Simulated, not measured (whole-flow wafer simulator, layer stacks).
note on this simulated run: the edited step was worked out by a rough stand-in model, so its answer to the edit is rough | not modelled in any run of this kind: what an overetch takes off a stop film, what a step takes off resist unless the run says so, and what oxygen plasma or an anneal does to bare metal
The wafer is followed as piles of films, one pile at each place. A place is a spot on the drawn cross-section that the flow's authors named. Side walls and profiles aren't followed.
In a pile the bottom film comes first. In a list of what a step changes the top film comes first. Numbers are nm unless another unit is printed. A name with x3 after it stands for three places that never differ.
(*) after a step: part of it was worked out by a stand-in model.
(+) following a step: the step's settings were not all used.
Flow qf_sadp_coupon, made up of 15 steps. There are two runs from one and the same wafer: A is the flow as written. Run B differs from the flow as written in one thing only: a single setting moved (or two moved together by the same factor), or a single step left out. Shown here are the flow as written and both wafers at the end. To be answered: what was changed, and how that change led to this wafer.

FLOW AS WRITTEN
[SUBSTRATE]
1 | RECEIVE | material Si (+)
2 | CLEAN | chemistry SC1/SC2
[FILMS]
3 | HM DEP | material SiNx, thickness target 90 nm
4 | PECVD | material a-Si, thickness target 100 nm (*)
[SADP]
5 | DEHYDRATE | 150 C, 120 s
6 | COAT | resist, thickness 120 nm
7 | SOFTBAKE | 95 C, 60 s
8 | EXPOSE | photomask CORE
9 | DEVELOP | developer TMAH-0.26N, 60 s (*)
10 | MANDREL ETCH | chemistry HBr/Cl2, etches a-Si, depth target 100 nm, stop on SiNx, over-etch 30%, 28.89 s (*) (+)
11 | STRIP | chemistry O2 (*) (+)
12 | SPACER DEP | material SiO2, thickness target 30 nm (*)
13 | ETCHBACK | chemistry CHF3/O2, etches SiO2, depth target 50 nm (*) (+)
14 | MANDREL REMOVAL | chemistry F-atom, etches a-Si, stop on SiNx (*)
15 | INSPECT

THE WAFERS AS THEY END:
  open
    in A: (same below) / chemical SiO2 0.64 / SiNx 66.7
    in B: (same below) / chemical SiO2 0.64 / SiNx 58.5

What caused this: step 4, PECVD: thickness target 42.5 nm was run, whereas the flow has thickness target 100 nm.

How this came from the change, step by step:
  4 | PECVD | material a-Si, thickness target 100 nm (*)
      m, open: A +100 a-Si (new film) | B +42.5 a-Si (new film)
  10 | MANDREL ETCH | chemistry HBr/Cl2, etches a-Si, depth target 100 nm, stop on SiNx, over-etch 30%, 28.89 s (*) (+)
      open: A -100 a-Si (all of it), -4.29 SiNx | B -42.5 a-Si (all of it), -12.5 SiNx
  14 | MANDREL REMOVAL | chemistry F-atom, etches a-Si, stop on SiNx (*)
      m: A -95.8 a-Si (all of it) | B -38.3 a-Si (all of it)
